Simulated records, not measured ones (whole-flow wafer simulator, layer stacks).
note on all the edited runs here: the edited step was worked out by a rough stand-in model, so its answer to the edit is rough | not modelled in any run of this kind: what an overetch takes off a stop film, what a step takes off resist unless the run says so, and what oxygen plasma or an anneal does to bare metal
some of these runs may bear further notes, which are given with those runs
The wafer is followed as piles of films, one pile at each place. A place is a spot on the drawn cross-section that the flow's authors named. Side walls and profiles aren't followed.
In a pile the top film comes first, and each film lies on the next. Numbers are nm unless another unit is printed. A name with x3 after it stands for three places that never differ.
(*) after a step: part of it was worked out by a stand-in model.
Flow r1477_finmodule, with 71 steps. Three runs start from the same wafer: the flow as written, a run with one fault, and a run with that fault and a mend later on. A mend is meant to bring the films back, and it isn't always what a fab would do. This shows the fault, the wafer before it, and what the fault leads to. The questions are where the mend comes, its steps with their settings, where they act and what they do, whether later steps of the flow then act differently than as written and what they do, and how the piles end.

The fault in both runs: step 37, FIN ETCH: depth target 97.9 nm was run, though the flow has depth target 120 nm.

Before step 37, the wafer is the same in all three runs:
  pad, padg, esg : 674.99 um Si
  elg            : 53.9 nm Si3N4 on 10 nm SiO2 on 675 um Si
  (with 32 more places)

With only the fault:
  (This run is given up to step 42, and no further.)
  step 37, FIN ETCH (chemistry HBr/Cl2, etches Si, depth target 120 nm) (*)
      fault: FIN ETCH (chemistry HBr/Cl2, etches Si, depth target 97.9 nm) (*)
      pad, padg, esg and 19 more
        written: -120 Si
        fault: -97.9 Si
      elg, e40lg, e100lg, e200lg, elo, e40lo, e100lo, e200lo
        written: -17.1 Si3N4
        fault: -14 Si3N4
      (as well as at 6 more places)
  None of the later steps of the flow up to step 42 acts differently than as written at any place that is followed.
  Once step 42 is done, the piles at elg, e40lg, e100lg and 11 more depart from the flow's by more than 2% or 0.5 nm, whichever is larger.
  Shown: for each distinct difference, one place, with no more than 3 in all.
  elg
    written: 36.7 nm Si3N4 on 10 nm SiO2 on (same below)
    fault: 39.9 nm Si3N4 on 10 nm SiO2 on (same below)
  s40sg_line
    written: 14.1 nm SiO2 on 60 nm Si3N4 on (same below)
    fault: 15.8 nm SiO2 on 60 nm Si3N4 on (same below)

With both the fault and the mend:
  The mend follows step 38.
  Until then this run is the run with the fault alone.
  step 38a, FIN ETCH (chemistry HBr/Cl2, etches Si, depth target 22.1 nm) (*) (the flow's step 37 again, with other settings)
      pad, padg, esg and 19 more
        -22.1 Si
      elg, e40lg, e100lg, e200lg, elo, e40lo, e100lo, e200lo
        -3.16 Si3N4
      s40sg_line, s45sg_line, s50sg_line, s40so_line, s45so_line, s50so_line
        -1.7 SiO2
  None of the later steps of the flow acts differently than as written at any place that is followed.
  At every place that both follow, the piles at the end match the flow's.
